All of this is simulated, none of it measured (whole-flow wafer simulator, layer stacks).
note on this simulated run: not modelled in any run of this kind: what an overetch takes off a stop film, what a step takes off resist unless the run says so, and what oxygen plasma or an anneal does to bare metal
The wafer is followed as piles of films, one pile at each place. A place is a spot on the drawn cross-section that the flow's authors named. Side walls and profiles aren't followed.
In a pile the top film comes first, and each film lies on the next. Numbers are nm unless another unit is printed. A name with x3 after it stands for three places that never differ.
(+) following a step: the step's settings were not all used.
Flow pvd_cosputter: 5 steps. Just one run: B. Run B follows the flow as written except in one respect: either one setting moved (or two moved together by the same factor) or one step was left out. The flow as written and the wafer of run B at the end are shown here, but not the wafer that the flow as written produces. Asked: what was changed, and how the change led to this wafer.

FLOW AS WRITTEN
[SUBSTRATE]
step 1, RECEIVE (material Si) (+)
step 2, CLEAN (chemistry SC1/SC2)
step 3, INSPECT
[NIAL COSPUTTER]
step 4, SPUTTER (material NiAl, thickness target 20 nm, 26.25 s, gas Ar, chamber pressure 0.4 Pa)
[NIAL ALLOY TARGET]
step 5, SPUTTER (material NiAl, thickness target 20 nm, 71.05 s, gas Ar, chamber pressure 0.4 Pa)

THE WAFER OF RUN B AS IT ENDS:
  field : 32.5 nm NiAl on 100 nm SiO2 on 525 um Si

Cause: step 4, SPUTTER: thickness target 12.5 nm was run, while the flow as written has thickness target 20 nm.

How this came from the change, step by step:
  step 4, SPUTTER (material NiAl, thickness target 20 nm, 26.25 s, gas Ar, chamber pressure 0.4 Pa)
      field: +12.5 NiAl (new film) (as written it would have been: +20 NiAl (new film))
